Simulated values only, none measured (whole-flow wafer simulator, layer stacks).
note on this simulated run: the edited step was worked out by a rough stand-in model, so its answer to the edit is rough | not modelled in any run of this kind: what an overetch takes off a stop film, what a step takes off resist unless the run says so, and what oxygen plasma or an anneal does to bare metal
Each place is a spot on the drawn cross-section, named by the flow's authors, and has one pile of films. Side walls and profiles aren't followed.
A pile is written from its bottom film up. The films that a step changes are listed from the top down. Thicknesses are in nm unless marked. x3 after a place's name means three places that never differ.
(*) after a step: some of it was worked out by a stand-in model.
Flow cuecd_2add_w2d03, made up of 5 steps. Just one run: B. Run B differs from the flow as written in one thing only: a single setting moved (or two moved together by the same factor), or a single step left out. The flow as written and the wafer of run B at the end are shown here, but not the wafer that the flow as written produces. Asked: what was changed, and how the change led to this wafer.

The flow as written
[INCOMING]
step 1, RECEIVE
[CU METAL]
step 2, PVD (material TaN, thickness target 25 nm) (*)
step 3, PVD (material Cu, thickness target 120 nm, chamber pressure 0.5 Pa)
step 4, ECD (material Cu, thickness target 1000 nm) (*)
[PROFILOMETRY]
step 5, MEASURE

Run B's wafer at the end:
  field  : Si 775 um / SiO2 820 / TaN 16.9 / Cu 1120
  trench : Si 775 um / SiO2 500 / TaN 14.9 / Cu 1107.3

Cause: step 2, PVD: thickness target 16.9 nm was run, whereas the flow has thickness target 25 nm.
One can read it off the wafer: field has TaN 16.9, and step 2 as written asks for 25 nm.

The path from the change to this, step by step:
  step 2, PVD (material TaN, thickness target 25 nm) (*)
      field: +16.9 TaN (new film) (it would be, as written: +25 TaN (new film))
      trench: +14.9 TaN (new film) (it would be, as written: +22.1 TaN (new film))
